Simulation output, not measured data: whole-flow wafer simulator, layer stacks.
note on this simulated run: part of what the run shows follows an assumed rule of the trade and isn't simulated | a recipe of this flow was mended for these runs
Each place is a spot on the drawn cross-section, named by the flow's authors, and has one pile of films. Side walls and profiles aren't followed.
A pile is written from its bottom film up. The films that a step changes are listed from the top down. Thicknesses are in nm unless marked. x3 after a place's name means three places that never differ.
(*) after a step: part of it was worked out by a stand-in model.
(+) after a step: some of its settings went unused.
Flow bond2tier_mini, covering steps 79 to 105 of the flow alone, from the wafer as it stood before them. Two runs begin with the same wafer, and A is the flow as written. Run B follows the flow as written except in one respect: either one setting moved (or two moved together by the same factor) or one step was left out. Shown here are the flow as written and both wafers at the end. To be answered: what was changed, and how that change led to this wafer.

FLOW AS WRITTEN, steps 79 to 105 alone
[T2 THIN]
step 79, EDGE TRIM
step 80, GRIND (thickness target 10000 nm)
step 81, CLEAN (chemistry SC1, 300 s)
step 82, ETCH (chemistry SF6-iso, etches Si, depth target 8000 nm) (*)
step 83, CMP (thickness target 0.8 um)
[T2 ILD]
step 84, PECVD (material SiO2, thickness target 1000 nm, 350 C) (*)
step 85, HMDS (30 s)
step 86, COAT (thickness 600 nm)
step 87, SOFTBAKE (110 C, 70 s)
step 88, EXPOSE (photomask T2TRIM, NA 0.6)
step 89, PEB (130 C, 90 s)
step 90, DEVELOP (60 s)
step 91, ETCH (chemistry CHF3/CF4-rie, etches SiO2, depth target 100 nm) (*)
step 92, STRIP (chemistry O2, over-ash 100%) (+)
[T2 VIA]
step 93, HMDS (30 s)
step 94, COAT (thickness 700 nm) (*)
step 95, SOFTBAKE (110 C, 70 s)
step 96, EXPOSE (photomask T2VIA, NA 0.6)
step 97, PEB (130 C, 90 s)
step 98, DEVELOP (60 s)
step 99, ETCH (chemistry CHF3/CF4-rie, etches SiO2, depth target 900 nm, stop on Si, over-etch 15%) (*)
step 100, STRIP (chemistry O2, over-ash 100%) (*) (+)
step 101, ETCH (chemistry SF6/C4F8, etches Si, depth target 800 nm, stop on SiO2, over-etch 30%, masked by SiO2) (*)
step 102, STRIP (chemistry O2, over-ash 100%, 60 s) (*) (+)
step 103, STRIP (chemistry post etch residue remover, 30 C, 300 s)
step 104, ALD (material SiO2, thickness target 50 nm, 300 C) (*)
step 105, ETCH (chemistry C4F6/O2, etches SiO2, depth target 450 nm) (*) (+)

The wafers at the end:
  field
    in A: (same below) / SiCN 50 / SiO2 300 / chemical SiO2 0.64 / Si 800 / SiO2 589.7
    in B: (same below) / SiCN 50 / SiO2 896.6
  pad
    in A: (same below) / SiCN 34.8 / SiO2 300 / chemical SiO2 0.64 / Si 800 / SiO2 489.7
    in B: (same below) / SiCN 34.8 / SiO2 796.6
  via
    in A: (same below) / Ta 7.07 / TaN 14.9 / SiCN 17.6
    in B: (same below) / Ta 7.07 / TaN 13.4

Cause: step 80, GRIND: thickness target 7840 nm was run, though the flow has thickness target 10000 nm.

Step by step, how the change led to this:
  step 80, GRIND (thickness target 10000 nm)
      field, pad, via: A Si loses 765 um | B Si loses 767.16 um
  step 82, ETCH (chemistry SF6-iso, etches Si, depth target 8000 nm) (*)
      field, pad, via: A chemical SiO2 loses 0.6 (all of it), Si loses 8000 | B chemical SiO2 loses 0.6 (all of it), Si loses 7839.7 (all of it), chemical SiO2 loses 0.64 (all of it), SiO2 loses 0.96
  step 83, CMP (thickness target 0.8 um)
      field, pad, via: A Si loses 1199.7 | B nothing
  step 84, PECVD (material SiO2, thickness target 1000 nm, 350 C) (*)
      field, pad, via: A SiO2 gains 1000 (new film) | B SiO2 gains 1000
  step 99, ETCH (chemistry CHF3/CF4-rie, etches SiO2, depth target 900 nm, stop on Si, over-etch 15%) (*)
      via: A SiO2 loses 900 (all of it), Si loses 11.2 | B SiO2 loses 1035
  step 101, ETCH (chemistry SF6/C4F8, etches Si, depth target 800 nm, stop on SiO2, over-etch 30%, masked by SiO2) (*)
      via: A Si loses 788.8 (all of it), chemical SiO2 loses 0.64 (all of it), SiO2 loses 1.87 | B SiO2 loses 2.4
      field, pad: A SiO2 loses 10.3 | B SiO2 loses 2.4
  step 105, ETCH (chemistry C4F6/O2, etches SiO2, depth target 450 nm) (*) (+)
      via: A SiO2 loses 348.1 (all of it), SiCN loses 17.2 | B SiO2 loses 211.6 (all of it), SiCN loses 34.8 (all of it), TaN loses 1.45
